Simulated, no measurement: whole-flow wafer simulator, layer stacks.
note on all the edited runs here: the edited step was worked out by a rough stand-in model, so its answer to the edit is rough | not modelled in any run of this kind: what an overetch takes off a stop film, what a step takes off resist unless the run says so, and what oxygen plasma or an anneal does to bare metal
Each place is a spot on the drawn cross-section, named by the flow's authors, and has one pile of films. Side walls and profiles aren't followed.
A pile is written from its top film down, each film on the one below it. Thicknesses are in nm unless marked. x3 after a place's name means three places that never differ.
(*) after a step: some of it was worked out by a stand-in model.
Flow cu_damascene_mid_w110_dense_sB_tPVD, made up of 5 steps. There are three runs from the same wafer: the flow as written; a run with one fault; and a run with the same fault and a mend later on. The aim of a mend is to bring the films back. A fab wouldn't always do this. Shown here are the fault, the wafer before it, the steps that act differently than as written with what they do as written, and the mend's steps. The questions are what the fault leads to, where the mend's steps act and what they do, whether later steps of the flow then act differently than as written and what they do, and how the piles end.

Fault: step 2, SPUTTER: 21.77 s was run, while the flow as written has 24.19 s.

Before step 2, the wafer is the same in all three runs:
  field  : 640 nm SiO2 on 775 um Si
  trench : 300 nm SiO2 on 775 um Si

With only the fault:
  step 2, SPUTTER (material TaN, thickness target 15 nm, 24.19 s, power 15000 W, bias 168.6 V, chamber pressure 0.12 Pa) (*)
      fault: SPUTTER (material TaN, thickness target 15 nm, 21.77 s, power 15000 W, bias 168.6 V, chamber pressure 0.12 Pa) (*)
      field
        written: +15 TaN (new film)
        fault: +13.5 TaN (new film)
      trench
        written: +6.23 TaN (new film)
        fault: +5.61 TaN (new film)
  Later steps of the flow that are run all act as written at every place that is followed, up to a difference of at most 2% or 0.5 nm, whichever is larger.
  By the end, the piles at field, trench depart from the flow's by more than 2% or 0.5 nm, whichever is larger.
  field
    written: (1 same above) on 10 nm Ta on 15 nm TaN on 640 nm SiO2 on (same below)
    fault: (1 same above) on 10 nm Ta on 13.5 nm TaN on 640 nm SiO2 on (same below)
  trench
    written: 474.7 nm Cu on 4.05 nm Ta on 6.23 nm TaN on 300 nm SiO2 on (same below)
    fault: 473.8 nm Cu on 4.06 nm Ta on 5.61 nm TaN on 300 nm SiO2 on (same below)

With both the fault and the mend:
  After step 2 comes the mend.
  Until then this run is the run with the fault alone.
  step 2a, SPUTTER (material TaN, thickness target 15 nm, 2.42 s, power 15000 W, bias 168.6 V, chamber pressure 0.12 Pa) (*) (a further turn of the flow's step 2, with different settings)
      field
        +1.5 TaN
      trench
        +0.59 TaN
  Later steps of the flow that are run all act as written at every place that is followed, up to a difference of at most 2% or 0.5 nm, whichever is larger.
  The piles end only slightly different from the flow's at the places that both follow, by no more than 2% or 0.5 nm, whichever is larger.
